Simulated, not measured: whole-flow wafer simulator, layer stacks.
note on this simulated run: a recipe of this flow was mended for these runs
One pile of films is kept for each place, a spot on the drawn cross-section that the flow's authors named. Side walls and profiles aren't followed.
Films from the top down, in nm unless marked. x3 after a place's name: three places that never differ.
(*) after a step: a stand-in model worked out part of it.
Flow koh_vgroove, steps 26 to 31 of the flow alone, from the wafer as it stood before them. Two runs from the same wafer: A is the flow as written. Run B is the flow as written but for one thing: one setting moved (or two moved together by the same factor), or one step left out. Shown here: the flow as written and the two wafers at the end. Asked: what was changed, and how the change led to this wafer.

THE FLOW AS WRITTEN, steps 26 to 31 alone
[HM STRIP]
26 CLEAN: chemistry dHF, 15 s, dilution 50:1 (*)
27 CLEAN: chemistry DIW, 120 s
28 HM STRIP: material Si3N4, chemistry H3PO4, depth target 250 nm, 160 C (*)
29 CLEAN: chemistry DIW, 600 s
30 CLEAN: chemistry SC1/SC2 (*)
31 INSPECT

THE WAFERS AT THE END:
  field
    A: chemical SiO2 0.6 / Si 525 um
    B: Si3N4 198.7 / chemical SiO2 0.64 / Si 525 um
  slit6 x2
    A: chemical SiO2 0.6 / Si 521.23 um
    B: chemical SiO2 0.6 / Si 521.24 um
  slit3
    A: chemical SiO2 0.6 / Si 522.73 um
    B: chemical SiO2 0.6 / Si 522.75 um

The cause: step 28, HM STRIP: material Si3N4, chemistry H3PO4, depth target 250 nm, 160 C (*), was left out.

How the change led to this, step by step:
  30 CLEAN: chemistry SC1/SC2 (*)
      slit3, slit2, slit6 x2: A chemical SiO2 +0.1 | B chemical SiO2 +0.6 (new film), Si -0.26
